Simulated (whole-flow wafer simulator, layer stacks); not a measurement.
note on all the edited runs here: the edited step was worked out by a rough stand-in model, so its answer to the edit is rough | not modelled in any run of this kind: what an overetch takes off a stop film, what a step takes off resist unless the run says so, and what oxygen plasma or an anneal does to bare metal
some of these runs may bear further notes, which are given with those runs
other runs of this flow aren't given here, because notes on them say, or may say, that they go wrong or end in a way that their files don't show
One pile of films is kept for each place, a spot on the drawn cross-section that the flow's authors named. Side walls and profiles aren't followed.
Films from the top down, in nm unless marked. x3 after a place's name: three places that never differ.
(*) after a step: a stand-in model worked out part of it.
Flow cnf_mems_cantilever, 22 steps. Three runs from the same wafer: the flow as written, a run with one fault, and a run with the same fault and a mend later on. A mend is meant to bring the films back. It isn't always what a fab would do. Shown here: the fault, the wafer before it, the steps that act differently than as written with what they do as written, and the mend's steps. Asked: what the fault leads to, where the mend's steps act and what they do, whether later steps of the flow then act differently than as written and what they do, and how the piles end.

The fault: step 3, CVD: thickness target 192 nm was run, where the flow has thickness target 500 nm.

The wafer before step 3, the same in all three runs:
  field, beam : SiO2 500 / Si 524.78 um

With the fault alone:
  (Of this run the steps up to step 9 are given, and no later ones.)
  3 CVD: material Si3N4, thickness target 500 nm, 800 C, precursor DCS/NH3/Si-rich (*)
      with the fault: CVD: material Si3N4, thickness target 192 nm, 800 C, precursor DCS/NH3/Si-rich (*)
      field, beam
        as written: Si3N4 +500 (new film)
        with the fault: Si3N4 +192 (new film)
  No later step of the flow up to step 9 acts differently than as written at any place that is followed.
  After step 9 the piles differ from the flow's by more than 2% or 0.5 nm, whichever is larger, at field, beam.
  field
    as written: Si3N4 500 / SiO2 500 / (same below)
    with the fault: Si3N4 192 / SiO2 500 / (same below)
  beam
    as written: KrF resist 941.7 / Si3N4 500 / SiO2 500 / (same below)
    with the fault: KrF resist 941.7 / Si3N4 192 / SiO2 500 / (same below)

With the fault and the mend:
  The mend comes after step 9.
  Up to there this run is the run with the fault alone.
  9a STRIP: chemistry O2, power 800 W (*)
      beam
        KrF resist -941.7 (all of it)
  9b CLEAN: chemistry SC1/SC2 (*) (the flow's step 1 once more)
      changes no film at any place that is followed
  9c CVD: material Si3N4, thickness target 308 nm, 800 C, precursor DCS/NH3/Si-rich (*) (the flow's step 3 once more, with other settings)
      field, beam
        Si3N4 +308
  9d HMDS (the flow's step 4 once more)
      changes no film at any place that is followed
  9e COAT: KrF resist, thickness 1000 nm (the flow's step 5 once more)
      field, beam
        KrF resist +1000 (new film)
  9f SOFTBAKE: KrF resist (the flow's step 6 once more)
      changes no film at any place that is followed
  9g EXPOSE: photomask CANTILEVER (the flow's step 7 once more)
      changes no film at any place that is followed
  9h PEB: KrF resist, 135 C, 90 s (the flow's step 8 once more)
      field, beam
        KrF resist -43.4
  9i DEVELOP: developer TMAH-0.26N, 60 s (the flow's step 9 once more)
      field
        KrF resist -956.6 (all of it)
      beam
        KrF resist -14.9
  No later step of the flow acts differently than as written at any place that is followed.
  At the end the piles are the same as the flow's at every place that both follow.
